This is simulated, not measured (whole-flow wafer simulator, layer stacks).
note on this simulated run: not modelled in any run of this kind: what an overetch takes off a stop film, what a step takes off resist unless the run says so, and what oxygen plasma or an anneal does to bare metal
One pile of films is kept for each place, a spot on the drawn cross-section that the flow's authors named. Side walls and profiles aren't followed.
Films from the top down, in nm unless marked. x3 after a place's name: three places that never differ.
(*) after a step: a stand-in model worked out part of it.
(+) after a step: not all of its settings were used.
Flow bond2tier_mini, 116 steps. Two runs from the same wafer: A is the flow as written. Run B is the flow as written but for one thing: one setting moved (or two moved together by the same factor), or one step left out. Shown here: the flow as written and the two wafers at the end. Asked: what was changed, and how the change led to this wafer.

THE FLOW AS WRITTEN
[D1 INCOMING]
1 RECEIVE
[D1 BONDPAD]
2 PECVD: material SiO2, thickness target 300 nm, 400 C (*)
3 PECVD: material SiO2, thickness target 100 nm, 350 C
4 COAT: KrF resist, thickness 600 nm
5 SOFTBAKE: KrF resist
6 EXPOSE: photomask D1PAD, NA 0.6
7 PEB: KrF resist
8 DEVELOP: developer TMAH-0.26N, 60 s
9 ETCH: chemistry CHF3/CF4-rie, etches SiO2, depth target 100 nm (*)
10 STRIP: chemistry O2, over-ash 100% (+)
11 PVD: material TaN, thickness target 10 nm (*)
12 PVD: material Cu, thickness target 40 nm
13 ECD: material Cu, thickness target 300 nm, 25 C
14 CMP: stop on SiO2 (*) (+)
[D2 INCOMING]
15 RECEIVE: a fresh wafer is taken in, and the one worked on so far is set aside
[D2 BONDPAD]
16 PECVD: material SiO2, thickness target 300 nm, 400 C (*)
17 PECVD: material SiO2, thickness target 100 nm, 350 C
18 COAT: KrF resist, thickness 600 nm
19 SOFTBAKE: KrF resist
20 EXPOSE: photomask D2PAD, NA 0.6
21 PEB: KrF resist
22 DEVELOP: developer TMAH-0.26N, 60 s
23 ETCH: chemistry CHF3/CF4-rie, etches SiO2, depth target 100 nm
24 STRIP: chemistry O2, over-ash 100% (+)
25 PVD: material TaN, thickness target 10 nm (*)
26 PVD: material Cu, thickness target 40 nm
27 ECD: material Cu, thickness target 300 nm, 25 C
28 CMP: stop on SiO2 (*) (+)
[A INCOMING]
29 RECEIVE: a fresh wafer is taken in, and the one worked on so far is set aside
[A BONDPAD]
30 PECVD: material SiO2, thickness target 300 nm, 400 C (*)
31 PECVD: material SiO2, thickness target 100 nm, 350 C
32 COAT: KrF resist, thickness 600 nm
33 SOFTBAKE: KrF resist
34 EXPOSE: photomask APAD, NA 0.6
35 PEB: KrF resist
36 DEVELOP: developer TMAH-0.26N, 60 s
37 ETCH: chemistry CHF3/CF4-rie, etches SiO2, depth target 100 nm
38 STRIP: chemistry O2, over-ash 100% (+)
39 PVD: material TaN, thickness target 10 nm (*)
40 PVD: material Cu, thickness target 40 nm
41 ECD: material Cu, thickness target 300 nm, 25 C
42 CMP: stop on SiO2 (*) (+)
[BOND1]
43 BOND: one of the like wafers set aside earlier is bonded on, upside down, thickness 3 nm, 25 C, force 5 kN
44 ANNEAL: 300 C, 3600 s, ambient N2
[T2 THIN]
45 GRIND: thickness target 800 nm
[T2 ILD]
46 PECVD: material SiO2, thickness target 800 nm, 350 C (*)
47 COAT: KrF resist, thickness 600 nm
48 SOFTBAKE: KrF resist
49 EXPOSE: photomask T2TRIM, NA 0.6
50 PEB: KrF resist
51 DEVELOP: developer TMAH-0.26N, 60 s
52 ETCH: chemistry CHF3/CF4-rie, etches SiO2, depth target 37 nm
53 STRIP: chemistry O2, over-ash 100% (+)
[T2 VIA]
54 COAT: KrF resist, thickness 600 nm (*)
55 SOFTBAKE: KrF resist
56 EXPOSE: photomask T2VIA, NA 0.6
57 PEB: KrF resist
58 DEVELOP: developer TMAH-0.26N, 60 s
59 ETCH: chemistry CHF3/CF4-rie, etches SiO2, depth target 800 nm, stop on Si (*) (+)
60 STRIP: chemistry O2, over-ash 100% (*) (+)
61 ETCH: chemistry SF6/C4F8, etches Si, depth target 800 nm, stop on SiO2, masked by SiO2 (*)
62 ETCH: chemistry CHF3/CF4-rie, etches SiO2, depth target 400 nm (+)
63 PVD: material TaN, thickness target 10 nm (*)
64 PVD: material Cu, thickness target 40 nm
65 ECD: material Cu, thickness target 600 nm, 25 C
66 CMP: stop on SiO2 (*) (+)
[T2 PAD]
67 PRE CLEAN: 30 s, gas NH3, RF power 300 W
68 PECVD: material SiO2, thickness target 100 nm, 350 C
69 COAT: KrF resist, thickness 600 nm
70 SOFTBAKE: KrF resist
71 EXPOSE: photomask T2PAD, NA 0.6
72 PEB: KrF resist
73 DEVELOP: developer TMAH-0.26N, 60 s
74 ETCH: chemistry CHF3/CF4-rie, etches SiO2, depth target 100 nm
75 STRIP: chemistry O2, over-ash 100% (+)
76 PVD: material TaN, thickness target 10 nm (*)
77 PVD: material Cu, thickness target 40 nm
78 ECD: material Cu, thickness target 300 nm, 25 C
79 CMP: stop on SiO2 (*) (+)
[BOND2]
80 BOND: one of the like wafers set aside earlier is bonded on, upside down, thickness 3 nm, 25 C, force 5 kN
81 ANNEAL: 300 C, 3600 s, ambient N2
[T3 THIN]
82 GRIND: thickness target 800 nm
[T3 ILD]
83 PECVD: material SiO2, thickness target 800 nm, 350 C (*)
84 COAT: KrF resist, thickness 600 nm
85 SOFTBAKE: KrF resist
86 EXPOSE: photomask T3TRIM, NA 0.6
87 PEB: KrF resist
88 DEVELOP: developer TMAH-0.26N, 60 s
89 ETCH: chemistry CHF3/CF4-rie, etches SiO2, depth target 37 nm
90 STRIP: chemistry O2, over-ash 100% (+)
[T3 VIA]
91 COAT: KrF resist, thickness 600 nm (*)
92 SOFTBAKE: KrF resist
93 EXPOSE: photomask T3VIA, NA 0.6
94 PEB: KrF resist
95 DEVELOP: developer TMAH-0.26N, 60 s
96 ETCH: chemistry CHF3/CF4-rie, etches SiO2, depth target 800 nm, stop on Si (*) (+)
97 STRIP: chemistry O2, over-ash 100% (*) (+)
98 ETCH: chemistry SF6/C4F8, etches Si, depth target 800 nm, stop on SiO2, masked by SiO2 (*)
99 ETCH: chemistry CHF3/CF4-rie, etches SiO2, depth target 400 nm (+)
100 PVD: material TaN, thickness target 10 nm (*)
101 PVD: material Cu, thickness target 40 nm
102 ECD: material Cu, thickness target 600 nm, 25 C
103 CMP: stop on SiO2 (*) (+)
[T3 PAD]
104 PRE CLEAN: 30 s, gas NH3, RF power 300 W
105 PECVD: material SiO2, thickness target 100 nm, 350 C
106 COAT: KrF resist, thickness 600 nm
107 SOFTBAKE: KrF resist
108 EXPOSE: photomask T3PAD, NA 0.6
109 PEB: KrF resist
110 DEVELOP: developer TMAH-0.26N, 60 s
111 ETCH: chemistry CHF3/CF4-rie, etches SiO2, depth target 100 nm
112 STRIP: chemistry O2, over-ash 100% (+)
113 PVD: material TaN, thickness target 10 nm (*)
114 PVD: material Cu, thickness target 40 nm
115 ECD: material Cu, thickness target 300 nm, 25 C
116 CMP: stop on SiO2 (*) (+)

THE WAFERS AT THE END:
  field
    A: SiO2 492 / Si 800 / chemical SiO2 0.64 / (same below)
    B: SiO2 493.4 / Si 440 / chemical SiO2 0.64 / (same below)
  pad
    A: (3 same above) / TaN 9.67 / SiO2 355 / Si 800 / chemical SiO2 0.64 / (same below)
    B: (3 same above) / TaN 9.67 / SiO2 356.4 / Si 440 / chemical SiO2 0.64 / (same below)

The cause: step 82, GRIND: thickness target 440 nm was run, where the flow has thickness target 800 nm.
It can be read off the wafer: field has Si 440, and step 82 as written asks for 800 nm.

How the change led to this, step by step:
  82 GRIND: thickness target 800 nm
      field, pad: A Si -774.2 um | B Si -774.56 um
  98 ETCH: chemistry SF6/C4F8, etches Si, depth target 800 nm, stop on SiO2, masked by SiO2 (*)
      field, pad: A SiO2 -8 | B SiO2 -6.6
